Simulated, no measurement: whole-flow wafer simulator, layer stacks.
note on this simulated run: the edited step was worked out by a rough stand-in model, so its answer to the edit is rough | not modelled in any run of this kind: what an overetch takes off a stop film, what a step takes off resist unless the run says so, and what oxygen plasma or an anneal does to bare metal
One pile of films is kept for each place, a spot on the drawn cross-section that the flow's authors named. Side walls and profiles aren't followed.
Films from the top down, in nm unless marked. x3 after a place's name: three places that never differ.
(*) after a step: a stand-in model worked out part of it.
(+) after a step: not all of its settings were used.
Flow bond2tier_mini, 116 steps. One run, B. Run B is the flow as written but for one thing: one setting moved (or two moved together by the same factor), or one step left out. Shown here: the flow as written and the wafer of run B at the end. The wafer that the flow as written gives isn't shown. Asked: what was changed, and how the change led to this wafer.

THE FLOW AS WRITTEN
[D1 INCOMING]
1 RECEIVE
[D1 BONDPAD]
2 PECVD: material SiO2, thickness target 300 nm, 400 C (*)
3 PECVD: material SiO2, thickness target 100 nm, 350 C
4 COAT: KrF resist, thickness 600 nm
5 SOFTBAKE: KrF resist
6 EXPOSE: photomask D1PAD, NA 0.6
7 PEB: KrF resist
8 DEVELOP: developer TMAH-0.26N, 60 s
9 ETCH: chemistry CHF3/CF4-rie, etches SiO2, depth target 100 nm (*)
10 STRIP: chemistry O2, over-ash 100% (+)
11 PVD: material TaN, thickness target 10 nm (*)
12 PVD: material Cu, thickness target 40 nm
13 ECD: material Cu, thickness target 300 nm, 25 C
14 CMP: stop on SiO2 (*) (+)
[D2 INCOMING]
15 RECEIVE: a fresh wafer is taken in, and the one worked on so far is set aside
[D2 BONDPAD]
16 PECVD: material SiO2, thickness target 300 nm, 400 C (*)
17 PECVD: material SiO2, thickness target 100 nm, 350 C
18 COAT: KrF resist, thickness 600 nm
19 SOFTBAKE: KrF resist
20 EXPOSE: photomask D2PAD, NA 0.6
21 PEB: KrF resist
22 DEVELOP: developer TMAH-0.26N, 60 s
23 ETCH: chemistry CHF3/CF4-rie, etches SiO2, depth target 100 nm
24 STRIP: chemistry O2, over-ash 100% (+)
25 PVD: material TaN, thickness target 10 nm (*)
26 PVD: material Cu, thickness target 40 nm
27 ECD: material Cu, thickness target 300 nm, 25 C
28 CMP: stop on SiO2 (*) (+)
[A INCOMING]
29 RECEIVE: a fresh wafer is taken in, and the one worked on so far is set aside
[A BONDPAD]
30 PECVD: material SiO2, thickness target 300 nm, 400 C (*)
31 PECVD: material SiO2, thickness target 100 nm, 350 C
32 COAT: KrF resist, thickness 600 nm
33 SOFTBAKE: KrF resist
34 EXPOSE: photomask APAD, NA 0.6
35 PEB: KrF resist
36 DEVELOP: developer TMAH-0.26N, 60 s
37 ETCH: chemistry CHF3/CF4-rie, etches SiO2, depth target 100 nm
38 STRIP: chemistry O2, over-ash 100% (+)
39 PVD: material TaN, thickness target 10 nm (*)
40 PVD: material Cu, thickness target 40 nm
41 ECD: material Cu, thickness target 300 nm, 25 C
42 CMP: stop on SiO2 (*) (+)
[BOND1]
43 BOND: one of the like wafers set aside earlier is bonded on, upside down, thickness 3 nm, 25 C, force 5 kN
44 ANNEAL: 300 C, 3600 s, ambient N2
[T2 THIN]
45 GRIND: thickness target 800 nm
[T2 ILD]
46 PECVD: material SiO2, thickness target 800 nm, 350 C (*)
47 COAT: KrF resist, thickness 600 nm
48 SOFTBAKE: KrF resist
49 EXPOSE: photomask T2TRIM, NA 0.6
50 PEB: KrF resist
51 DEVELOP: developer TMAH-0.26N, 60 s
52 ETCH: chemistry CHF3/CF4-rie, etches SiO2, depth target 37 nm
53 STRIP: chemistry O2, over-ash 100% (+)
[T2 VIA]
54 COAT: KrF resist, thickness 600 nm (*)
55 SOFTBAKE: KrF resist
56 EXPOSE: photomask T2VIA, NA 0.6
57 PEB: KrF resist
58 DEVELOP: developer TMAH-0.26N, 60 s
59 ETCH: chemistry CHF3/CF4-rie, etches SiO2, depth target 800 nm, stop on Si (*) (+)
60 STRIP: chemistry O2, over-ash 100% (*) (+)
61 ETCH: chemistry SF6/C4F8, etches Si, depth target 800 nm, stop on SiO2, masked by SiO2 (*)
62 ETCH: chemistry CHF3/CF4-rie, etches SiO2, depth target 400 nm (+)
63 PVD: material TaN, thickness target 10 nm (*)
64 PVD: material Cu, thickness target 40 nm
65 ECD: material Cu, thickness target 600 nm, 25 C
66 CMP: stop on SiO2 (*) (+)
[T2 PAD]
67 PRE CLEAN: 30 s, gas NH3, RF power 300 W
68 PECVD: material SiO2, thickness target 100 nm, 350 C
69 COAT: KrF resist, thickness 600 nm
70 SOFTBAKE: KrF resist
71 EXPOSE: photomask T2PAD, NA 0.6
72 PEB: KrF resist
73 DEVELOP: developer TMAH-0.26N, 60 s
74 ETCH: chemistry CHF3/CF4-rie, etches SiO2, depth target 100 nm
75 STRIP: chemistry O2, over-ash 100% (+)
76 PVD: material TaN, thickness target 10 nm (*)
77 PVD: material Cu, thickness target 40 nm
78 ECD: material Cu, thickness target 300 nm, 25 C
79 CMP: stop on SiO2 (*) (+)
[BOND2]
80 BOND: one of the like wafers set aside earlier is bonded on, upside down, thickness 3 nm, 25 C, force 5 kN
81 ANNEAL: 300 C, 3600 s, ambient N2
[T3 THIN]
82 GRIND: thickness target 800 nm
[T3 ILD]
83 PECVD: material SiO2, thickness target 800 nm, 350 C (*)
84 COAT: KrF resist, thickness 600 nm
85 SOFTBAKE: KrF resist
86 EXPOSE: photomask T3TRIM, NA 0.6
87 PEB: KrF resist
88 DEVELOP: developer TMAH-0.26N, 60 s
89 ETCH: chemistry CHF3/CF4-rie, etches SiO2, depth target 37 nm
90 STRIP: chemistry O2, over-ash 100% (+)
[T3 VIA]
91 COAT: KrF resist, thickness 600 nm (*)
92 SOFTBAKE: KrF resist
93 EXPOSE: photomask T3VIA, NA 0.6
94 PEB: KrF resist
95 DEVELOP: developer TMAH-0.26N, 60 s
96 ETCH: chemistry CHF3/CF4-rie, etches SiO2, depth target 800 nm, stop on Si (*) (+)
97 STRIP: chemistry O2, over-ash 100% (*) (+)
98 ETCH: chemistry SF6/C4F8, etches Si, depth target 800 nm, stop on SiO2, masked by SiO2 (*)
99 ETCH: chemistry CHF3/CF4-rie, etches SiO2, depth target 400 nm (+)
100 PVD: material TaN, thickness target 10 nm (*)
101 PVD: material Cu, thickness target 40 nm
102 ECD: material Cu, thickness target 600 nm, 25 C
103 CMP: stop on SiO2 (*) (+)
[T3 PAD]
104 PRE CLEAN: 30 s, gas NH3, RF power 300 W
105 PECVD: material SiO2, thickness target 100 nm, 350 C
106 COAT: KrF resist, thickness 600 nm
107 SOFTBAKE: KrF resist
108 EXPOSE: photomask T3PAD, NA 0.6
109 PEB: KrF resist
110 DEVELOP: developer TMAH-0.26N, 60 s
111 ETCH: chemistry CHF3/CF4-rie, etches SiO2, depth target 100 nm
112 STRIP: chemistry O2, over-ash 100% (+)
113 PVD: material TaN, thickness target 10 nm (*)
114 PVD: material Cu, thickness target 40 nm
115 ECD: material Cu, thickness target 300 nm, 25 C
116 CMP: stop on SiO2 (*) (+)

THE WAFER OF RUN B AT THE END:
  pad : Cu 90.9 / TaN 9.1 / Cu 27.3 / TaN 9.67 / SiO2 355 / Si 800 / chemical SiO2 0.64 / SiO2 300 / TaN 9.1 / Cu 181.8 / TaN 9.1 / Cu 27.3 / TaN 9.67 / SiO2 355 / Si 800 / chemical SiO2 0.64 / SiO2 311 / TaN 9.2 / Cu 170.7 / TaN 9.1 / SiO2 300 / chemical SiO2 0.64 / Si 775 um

The cause: step 9, ETCH: depth target 89 nm was run, where the flow has depth target 100 nm.

How the change led to this, step by step:
  9 ETCH: chemistry CHF3/CF4-rie, etches SiO2, depth target 100 nm (*)
      pad, via: SiO2 -89 (as written it would be: SiO2 -100)
      field: KrF resist -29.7 (as written it would be: KrF resist -33.3)
  13 ECD: material Cu, thickness target 300 nm, 25 C
      pad: Cu +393 (as written it would be: Cu +404.5)
      via: Cu +389.1 (as written it would be: Cu +400.2)
  43 BOND: one of the like wafers set aside earlier is bonded on, upside down, thickness 3 nm, 25 C, force 5 kN
      pad: Si +775 um (new film), chemical SiO2 +0.64 (new film), SiO2 +311 (new film), TaN +9.2 (new film), Cu +79.8 (as written it would be: Si +775 um (new film), chemical SiO2 +0.64 (new film), SiO2 +300 (new film), TaN +9.1 (new film), Cu +90.9)
      via: Si +775 um (new film), chemical SiO2 +0.64 (new film), SiO2 +311 (new film), TaN +9.98 (new film), Cu +79 (as written it would be: Si +775 um (new film), chemical SiO2 +0.64 (new film), SiO2 +300 (new film), TaN +9.97 (new film), Cu +90)
